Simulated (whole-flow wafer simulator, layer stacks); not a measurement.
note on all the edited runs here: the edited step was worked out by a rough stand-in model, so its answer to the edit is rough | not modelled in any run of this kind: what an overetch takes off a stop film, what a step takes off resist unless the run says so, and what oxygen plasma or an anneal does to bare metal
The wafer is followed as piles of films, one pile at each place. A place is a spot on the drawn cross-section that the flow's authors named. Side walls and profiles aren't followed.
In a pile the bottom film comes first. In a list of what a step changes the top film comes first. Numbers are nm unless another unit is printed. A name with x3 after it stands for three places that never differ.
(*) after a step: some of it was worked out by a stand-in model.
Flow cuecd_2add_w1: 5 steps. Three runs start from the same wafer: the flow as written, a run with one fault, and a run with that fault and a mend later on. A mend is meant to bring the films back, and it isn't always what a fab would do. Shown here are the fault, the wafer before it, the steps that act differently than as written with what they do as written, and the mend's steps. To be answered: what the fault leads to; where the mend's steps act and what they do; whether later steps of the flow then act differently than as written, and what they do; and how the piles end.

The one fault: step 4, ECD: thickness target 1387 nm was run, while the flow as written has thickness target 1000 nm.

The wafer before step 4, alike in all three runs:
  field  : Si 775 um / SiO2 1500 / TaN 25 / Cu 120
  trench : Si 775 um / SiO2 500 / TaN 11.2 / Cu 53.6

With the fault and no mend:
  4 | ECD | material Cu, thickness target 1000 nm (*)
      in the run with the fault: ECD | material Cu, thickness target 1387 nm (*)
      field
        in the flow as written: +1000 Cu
        in the run with the fault: +1387 Cu
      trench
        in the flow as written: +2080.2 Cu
        in the run with the fault: +2467.2 Cu
  None of the later steps of the flow acts differently than as written at any place that is followed.
  By the end, the piles at field, trench depart from the flow's by more than 2% or 0.5 nm, whichever is larger.
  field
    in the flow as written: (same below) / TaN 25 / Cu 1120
    in the run with the fault: (same below) / TaN 25 / Cu 1507
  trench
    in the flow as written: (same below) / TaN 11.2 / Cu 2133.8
    in the run with the fault: (same below) / TaN 11.2 / Cu 2520.8

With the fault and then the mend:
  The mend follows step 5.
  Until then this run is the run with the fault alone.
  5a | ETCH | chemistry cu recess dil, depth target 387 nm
      field, trench
        -387 Cu
  None of the later steps of the flow acts differently than as written at any place that is followed.
  The piles end the same as the flow's at every place that both follow.
